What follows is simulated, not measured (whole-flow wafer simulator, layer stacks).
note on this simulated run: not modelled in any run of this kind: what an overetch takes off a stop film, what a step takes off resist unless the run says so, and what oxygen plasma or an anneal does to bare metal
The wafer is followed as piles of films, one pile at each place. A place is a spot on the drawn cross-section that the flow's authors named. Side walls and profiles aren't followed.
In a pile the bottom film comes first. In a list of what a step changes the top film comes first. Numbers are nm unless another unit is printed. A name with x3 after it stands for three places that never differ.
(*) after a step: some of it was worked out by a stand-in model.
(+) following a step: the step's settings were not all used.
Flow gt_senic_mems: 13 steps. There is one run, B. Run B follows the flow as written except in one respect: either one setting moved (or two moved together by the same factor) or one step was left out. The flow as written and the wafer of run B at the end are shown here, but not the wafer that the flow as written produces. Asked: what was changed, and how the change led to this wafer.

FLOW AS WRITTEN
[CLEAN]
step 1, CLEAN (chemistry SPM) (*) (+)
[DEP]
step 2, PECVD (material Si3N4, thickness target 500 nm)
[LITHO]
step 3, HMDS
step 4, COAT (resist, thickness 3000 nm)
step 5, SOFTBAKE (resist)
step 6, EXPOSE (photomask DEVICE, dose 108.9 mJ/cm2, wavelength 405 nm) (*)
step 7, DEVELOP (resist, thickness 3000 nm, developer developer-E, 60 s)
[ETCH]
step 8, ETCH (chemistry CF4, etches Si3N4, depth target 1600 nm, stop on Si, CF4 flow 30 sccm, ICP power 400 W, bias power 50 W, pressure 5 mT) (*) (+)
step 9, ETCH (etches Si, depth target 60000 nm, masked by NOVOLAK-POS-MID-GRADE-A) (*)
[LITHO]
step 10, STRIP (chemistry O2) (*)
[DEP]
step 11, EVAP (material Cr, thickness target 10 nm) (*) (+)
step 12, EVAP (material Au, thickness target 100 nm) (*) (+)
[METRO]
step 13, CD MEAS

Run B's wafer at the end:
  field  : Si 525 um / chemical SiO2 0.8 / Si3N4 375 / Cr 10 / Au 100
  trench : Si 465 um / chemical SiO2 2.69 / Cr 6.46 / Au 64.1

Cause: step 2, PECVD: thickness target 375 nm was run, whereas the flow has thickness target 500 nm.
The wafer lets one read it off: field has Si3N4 375, and step 2 as written asks for 500 nm.

The path from the change to this, step by step:
  step 2, PECVD (material Si3N4, thickness target 500 nm)
      field, trench: +375 Si3N4 (new film) (in the flow as written it would be: +500 Si3N4 (new film))
  step 8, ETCH (chemistry CF4, etches Si3N4, depth target 1600 nm, stop on Si, CF4 flow 30 sccm, ICP power 400 W, bias power 50 W, pressure 5 mT) (*) (+)
      field: -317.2 resist (in the flow as written it would be: -400.5 resist)
      trench: -375 Si3N4 (all of it), -0.8 chemical SiO2 (all of it) (in the flow as written it would be: -500 Si3N4 (all of it), -0.8 chemical SiO2 (all of it))
  step 10, STRIP (chemistry O2) (*)
      field: -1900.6 resist (all of it) (in the flow as written it would be: -1817.3 resist (all of it))
